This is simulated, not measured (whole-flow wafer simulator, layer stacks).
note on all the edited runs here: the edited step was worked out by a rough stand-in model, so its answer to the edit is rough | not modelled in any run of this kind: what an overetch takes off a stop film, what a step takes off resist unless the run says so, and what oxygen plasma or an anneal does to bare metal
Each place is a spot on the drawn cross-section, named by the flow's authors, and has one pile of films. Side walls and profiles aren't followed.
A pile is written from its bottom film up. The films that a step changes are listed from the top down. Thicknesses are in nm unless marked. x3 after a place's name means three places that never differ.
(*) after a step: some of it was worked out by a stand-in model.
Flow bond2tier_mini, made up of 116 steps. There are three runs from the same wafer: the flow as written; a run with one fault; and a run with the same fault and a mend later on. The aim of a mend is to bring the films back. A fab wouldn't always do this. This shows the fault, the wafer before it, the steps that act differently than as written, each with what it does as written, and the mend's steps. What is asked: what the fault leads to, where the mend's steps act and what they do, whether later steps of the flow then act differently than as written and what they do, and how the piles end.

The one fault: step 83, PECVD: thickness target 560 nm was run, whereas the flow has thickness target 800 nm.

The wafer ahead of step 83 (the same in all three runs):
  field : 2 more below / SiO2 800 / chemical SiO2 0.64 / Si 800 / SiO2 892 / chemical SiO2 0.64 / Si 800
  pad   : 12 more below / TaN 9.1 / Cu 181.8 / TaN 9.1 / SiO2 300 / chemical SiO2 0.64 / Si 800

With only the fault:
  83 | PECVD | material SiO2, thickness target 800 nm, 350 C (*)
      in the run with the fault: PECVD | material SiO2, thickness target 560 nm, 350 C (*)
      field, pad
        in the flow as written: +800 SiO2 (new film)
        in the run with the fault: +560 SiO2 (new film)
  Every later step of the flow that is run acts as written, at every place that is followed, to within 2% or 0.5 nm, whichever is larger.
  At field, pad, the piles at the end differ from the flow's by more than 2% or 0.5 nm, whichever is larger.
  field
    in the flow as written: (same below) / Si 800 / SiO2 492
    in the run with the fault: (same below) / Si 800 / SiO2 252
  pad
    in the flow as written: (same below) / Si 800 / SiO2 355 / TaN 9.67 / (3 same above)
    in the run with the fault: (same below) / Si 800 / SiO2 115 / TaN 9.67 / (3 same above)

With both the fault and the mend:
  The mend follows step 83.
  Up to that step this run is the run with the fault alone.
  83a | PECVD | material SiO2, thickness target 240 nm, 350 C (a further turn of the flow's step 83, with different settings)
      field, pad
        +240 SiO2
  Every later step of the flow that is run acts as written at every place that is followed.
  The piles end the same as the flow's at every place that both follow.
